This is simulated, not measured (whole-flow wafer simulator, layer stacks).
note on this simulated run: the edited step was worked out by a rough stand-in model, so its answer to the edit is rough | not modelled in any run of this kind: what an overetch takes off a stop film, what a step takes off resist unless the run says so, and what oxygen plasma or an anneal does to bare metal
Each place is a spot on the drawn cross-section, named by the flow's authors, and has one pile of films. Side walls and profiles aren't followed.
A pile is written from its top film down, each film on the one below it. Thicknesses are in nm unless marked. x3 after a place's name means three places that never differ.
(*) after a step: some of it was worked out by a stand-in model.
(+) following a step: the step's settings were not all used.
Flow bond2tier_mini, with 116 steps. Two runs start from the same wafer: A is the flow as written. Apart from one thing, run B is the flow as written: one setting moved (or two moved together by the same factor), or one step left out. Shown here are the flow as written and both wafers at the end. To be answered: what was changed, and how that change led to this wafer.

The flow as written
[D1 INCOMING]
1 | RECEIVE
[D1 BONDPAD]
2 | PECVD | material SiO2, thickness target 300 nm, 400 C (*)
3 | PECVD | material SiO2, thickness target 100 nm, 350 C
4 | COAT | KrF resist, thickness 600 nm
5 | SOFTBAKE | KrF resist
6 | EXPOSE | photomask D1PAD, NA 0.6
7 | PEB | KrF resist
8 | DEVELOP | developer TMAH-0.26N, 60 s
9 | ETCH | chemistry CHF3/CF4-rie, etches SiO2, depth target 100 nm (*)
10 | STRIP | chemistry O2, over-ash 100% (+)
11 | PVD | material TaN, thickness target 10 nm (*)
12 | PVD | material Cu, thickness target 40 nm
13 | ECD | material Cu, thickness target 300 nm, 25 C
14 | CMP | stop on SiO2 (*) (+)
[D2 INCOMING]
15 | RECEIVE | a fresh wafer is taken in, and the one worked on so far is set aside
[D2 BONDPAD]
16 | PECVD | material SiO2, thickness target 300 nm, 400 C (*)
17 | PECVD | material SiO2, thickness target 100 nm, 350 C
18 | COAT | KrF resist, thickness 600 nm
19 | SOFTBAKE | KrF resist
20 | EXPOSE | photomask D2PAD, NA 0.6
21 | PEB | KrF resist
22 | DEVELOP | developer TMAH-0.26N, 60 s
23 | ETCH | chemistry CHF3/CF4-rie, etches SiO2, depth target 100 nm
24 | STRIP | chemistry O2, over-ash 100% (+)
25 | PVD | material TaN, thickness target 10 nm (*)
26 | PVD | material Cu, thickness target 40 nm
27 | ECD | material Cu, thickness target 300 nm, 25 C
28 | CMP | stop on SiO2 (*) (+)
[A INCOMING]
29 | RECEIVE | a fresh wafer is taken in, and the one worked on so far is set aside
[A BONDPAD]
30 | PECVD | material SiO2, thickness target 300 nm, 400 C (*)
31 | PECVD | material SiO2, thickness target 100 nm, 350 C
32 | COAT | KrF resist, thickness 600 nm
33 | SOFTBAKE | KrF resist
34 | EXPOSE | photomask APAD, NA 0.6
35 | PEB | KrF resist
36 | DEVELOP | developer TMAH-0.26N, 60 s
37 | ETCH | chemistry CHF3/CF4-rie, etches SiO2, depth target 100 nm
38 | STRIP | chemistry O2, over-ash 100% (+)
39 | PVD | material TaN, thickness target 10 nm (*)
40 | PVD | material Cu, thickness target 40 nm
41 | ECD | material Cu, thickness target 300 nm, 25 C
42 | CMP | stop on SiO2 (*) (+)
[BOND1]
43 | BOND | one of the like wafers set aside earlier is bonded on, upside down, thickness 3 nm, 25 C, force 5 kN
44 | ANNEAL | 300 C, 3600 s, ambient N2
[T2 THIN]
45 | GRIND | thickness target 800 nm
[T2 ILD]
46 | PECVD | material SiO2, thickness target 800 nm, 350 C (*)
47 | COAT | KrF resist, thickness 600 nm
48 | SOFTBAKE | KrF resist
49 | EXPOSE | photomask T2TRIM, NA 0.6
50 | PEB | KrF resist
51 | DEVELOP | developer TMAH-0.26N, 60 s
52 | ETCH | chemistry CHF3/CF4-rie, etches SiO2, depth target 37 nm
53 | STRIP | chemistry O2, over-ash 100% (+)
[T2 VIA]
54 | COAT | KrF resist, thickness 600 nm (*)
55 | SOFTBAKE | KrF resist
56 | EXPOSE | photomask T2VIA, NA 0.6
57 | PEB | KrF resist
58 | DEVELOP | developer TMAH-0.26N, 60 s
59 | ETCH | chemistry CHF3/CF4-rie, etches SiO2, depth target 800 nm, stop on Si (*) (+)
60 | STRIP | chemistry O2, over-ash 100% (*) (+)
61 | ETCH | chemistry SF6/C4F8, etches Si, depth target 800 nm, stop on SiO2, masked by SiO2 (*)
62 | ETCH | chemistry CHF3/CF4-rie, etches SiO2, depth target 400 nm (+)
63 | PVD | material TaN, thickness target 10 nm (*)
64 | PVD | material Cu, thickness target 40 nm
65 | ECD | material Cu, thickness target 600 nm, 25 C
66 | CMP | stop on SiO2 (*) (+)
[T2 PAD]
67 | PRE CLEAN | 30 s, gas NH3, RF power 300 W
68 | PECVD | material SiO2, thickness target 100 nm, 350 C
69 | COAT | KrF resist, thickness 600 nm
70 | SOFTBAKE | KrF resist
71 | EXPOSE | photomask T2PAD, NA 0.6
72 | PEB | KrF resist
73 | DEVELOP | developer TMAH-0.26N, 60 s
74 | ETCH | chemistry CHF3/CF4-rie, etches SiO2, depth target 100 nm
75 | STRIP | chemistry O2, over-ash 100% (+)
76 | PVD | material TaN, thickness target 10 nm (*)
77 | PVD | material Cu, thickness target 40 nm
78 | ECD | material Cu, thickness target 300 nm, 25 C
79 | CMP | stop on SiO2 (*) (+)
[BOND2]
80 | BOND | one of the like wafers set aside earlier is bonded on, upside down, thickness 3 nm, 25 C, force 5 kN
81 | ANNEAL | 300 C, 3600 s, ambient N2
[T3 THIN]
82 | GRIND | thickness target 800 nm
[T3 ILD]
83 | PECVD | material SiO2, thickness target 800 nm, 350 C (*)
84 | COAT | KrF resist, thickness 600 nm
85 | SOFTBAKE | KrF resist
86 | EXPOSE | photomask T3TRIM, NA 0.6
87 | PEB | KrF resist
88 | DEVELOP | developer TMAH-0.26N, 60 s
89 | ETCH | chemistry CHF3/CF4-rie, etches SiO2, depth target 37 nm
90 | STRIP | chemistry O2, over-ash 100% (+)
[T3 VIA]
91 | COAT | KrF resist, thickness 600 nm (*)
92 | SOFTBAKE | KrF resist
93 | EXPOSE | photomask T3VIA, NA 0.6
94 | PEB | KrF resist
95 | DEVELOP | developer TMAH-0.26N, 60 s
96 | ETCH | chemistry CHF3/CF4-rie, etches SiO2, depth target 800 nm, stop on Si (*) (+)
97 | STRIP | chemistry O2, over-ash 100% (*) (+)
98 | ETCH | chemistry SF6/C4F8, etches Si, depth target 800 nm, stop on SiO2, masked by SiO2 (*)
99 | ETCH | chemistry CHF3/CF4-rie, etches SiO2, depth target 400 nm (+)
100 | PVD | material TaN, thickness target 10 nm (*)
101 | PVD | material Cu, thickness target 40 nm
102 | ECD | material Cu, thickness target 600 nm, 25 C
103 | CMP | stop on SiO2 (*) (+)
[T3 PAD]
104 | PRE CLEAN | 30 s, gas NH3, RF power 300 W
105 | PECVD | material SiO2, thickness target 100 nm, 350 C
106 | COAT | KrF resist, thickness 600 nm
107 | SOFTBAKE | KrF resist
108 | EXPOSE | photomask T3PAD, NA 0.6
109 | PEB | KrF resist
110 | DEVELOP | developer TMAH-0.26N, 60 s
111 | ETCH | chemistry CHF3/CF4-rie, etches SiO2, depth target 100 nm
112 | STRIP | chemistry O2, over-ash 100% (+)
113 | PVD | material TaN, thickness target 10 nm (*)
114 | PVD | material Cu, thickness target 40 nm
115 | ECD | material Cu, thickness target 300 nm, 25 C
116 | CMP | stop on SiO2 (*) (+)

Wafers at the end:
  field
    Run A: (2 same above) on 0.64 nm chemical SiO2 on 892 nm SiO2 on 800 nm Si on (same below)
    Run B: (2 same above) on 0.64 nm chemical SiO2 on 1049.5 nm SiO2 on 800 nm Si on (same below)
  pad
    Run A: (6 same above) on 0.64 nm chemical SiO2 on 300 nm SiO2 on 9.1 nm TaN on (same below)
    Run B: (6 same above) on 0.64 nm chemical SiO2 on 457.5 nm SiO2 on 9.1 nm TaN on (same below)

The reason: step 16, PECVD: thickness target 457.5 nm was run, though the flow has thickness target 300 nm.
One can read it off the wafer: pad has SiO2 457.5, and step 16 as written asks for 300 nm.

How this came from the change, step by step:
  16 | PECVD | material SiO2, thickness target 300 nm, 400 C (*)
      field, pad, via: A SiO2 gains 300 (new film) | B SiO2 gains 457.5 (new film)
  80 | BOND | one of the like wafers set aside earlier is bonded on, upside down, thickness 3 nm, 25 C, force 5 kN
      field: A Si gains 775 um (new film), chemical SiO2 gains 0.64 (new film), SiO2 gains 400 | B Si gains 775 um (new film), chemical SiO2 gains 0.64 (new film), SiO2 gains 557.5
      pad: A Si gains 775 um (new film), chemical SiO2 gains 0.64 (new film), SiO2 gains 300 (new film), TaN gains 9.1 (new film), Cu gains 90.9 | B Si gains 775 um (new film), chemical SiO2 gains 0.64 (new film), SiO2 gains 457.5 (new film), TaN gains 9.1 (new film), Cu gains 90.9
